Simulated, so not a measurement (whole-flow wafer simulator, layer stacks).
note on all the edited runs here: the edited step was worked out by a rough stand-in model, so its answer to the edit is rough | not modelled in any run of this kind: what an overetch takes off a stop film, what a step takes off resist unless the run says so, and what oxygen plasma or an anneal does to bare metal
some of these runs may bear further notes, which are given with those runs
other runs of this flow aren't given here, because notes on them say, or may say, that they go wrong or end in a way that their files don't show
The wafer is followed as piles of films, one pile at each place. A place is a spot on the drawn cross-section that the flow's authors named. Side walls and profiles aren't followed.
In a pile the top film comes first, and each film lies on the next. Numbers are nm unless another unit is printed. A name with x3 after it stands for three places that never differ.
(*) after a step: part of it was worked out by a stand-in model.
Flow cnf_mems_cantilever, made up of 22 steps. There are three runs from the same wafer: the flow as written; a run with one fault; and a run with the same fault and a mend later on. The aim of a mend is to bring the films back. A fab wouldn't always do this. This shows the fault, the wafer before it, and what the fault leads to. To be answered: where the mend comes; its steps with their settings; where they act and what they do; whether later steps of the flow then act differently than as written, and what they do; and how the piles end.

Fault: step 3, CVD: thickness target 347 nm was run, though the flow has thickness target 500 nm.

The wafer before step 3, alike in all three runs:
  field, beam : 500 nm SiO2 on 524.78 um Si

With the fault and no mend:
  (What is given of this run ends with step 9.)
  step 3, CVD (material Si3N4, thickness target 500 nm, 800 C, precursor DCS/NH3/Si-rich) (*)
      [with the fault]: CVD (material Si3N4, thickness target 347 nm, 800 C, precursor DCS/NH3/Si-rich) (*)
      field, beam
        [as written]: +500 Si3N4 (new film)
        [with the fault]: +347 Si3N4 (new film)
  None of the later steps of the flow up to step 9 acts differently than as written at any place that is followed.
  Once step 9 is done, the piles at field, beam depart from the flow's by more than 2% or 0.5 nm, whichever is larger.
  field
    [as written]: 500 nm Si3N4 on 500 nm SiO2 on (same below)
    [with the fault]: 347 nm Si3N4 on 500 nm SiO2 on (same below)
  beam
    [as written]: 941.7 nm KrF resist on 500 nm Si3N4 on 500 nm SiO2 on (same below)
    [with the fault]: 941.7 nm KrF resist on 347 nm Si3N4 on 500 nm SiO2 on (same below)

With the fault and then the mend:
  The mend stands after step 3.
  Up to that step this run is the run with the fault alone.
  step 3a, ETCH (chemistry h3po4, depth target 399 nm)
      field, beam
        -347 Si3N4 (all of it)
  step 3b, CLEAN (chemistry SC1/SC2) (a further turn of the flow's step 1)
      does not change any film at any place that is followed
  step 3c, CVD (material Si3N4, thickness target 500 nm, 800 C, precursor DCS/NH3/Si-rich) (*) (a further turn of the flow's step 3)
      field, beam
        +500 Si3N4 (new film)
  None of the later steps of the flow acts differently than as written at any place that is followed.
  By the end, the piles equal the flow's at every place that both follow.
